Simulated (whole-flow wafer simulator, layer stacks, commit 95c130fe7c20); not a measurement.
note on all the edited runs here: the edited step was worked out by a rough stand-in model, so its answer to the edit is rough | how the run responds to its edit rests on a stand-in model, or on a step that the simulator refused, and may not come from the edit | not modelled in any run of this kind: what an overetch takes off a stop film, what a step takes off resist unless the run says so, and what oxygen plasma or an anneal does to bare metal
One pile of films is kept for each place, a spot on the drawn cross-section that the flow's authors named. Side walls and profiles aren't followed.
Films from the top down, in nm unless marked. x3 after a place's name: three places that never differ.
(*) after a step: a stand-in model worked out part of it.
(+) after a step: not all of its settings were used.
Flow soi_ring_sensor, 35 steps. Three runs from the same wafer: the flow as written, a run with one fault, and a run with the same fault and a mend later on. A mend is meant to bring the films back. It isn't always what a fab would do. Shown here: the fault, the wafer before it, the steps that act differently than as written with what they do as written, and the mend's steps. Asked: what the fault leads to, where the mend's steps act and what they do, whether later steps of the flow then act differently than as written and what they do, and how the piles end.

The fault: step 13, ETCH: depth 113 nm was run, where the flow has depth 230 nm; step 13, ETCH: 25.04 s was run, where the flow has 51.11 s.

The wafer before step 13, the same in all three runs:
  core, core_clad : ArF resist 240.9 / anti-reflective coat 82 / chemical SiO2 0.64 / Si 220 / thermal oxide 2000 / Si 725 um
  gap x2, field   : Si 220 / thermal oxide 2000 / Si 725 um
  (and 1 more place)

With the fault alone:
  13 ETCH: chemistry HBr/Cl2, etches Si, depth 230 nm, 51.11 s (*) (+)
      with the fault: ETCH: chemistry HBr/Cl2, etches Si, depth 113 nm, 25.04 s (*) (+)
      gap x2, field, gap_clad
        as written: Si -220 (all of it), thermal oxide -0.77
        with the fault: Si -113
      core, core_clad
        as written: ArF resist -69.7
        with the fault: ArF resist -34.1
  Later steps of the flow that act differently than as written (1 more step differs only slightly, by at most 2% or 0.5 nm, whichever is larger, and isn't shown):
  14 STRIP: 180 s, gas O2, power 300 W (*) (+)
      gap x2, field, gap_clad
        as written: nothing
        with the fault: chemical SiO2 +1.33 (new film), Si -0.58
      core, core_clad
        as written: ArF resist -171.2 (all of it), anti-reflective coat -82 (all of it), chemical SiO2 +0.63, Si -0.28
        with the fault: ArF resist -206.7 (all of it), anti-reflective coat -82 (all of it), chemical SiO2 +0.62, Si -0.27
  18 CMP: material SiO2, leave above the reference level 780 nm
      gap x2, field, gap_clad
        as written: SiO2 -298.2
        with the fault: SiO2 -406.8
  At the end the piles differ from the flow's by more than 2% or 0.5 nm, whichever is larger, at field.
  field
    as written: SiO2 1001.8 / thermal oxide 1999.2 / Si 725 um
    with the fault: SiO2 893.2 / chemical SiO2 1.33 / Si 106.4 / thermal oxide 2000 / Si 725 um

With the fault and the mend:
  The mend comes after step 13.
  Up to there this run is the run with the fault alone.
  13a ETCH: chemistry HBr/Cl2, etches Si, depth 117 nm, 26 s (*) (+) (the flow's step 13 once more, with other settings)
      gap x2, field, gap_clad
        Si -107 (all of it), thermal oxide -0.77
      core, core_clad
        ArF resist -35.5
  No later step of the flow acts differently than as written, at any place that is followed, by more than 2% or 0.5 nm, whichever is larger.
  At the end the piles are the same as the flow's at every place that both follow.
